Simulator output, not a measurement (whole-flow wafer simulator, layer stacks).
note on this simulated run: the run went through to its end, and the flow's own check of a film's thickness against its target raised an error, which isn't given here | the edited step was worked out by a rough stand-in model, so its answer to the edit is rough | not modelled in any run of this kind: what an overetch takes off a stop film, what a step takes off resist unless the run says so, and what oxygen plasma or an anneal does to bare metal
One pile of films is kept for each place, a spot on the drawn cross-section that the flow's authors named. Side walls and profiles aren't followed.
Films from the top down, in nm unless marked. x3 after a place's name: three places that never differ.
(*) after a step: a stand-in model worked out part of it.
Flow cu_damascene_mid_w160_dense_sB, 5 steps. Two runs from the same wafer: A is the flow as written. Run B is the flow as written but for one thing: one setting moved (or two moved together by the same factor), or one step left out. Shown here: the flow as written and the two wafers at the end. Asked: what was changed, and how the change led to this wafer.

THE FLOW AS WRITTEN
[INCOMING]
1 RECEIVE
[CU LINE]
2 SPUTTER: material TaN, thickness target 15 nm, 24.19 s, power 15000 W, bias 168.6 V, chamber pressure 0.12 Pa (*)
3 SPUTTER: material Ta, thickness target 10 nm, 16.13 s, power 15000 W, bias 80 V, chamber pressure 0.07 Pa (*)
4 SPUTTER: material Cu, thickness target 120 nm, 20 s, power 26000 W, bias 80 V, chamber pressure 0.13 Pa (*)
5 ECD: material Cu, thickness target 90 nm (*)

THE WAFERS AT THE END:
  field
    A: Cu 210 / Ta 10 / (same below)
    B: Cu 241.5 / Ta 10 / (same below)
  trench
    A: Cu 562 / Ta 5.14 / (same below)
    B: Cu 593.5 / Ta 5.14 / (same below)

The cause: step 5, ECD: thickness target 121.5 nm was run, where the flow has thickness target 90 nm.

How the change led to this, step by step:
  5 ECD: material Cu, thickness target 90 nm (*)
      field: A Cu +90 | B Cu +121.5
      trench: A Cu +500 | B Cu +531.5
